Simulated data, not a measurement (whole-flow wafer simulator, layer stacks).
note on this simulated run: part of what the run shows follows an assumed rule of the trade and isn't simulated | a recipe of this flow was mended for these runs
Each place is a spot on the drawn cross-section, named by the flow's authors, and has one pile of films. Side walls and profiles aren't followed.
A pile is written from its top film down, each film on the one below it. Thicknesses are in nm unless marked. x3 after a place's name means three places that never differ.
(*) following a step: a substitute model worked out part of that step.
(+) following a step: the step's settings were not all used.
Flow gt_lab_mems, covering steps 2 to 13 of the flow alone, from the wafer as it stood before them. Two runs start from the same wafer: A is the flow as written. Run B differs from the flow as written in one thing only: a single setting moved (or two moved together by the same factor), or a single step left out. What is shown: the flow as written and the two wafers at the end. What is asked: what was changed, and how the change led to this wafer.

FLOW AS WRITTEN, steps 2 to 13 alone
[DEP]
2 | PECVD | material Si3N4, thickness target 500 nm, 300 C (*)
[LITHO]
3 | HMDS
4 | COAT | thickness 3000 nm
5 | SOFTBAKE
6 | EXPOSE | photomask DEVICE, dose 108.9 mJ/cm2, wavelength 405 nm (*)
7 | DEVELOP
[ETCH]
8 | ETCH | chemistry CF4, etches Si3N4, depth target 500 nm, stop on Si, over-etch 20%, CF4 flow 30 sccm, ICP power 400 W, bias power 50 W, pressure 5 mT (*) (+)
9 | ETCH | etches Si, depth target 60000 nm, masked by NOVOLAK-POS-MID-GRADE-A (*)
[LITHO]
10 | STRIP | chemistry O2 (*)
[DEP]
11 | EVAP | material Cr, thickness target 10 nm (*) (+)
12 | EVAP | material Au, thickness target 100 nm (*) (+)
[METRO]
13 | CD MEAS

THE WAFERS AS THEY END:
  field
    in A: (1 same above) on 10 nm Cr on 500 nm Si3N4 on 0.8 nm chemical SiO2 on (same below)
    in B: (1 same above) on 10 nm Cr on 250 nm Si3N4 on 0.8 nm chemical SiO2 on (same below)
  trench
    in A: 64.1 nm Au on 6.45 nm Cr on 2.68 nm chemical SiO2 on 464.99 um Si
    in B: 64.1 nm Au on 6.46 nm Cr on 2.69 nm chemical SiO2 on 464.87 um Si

The reason: step 2, PECVD: thickness target 250 nm was run, whereas the flow has thickness target 500 nm.
One can read it off the wafer: field has Si3N4 250, and step 2 as written asks for 500 nm.

How this came from the change, step by step:
  2 | PECVD | material Si3N4, thickness target 500 nm, 300 C (*)
      field, trench: A +500 Si3N4 (new film) | B +250 Si3N4 (new film)
  8 | ETCH | chemistry CF4, etches Si3N4, depth target 500 nm, stop on Si, over-etch 20%, CF4 flow 30 sccm, ICP power 400 W, bias power 50 W, pressure 5 mT (*) (+)
      field: A -400 g/i-line-resist | B -200.6 g/i-line-resist
      trench: A -500 Si3N4 (all of it), -0.8 chemical SiO2 (all of it), -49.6 Si | B -250 Si3N4 (all of it), -0.8 chemical SiO2 (all of it), -174.6 Si
  10 | STRIP | chemistry O2 (*)
      field: A -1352 g/i-line-resist (all of it) | B -1551.3 g/i-line-resist (all of it)
